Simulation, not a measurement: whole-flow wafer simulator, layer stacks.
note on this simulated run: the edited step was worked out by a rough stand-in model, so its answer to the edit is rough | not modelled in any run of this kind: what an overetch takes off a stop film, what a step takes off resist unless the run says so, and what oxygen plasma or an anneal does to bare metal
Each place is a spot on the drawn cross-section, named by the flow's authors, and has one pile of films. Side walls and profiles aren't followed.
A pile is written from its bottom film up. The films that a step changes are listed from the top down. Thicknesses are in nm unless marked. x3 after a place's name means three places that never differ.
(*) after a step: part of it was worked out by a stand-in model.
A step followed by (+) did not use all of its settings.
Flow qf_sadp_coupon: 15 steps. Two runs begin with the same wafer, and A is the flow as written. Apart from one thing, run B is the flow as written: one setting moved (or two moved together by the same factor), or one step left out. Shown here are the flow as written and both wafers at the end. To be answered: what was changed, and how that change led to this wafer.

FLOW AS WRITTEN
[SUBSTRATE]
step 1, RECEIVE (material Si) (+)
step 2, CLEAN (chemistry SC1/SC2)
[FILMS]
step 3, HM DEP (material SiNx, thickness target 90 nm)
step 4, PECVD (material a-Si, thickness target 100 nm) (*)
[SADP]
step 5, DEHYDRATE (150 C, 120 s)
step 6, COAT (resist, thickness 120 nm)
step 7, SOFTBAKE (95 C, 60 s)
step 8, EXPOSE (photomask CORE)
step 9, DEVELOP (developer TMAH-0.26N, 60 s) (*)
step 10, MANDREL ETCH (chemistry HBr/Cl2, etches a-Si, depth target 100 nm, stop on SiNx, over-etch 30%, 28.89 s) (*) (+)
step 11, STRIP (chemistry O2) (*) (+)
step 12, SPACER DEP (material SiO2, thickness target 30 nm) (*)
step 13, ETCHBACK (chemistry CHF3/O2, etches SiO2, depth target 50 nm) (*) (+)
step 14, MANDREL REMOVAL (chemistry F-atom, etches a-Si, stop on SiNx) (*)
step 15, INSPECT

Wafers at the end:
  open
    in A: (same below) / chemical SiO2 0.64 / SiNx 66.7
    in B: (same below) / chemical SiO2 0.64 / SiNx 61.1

What caused this: step 4, PECVD: thickness target 61.1 nm was run, whereas the flow has thickness target 100 nm.

How this came from the change, step by step:
  step 4, PECVD (material a-Si, thickness target 100 nm) (*)
      m, open: A +100 a-Si (new film) | B +61.1 a-Si (new film)
  step 10, MANDREL ETCH (chemistry HBr/Cl2, etches a-Si, depth target 100 nm, stop on SiNx, over-etch 30%, 28.89 s) (*) (+)
      open: A -100 a-Si (all of it), -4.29 SiNx | B -61.1 a-Si (all of it), -9.84 SiNx
  step 14, MANDREL REMOVAL (chemistry F-atom, etches a-Si, stop on SiNx) (*)
      m: A -95.8 a-Si (all of it) | B -56.9 a-Si (all of it)
